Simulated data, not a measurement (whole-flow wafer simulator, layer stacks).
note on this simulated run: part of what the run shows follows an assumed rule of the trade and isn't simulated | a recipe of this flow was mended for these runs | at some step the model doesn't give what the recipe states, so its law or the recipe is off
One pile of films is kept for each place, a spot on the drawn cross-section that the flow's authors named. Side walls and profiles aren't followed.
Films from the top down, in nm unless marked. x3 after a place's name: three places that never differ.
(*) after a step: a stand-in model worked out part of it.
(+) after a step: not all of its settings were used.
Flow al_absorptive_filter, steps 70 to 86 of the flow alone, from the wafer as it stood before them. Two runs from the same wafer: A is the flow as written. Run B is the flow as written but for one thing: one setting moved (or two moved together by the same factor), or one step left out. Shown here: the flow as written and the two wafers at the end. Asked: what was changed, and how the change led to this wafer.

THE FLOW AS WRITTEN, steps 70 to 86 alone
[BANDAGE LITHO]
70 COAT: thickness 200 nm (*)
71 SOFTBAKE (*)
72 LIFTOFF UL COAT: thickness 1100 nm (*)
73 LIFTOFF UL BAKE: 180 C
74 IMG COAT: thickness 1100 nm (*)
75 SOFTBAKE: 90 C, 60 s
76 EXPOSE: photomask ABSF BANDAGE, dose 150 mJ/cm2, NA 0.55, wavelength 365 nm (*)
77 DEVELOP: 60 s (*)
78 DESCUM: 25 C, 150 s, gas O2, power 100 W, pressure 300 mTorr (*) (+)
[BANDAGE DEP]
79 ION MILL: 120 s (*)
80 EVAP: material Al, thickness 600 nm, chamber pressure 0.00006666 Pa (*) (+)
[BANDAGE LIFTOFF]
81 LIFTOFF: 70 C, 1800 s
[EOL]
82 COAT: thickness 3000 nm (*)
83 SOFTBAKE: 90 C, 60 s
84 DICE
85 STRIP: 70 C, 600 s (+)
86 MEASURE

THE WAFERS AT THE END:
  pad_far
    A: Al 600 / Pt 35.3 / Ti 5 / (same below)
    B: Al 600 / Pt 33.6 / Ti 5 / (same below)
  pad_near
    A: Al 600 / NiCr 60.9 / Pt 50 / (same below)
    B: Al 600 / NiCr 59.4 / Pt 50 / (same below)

The cause: step 79, ION MILL: 134 s was run, where the flow has 120 s.

How the change led to this, step by step:
  79 ION MILL: 120 s (*)
      gnd, ledge, res and 9 more: A i-line-resist -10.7 | B i-line-resist -11.9
      pad_far: A Pt -14.7 | B Pt -16.4
      (and at 1 more place)
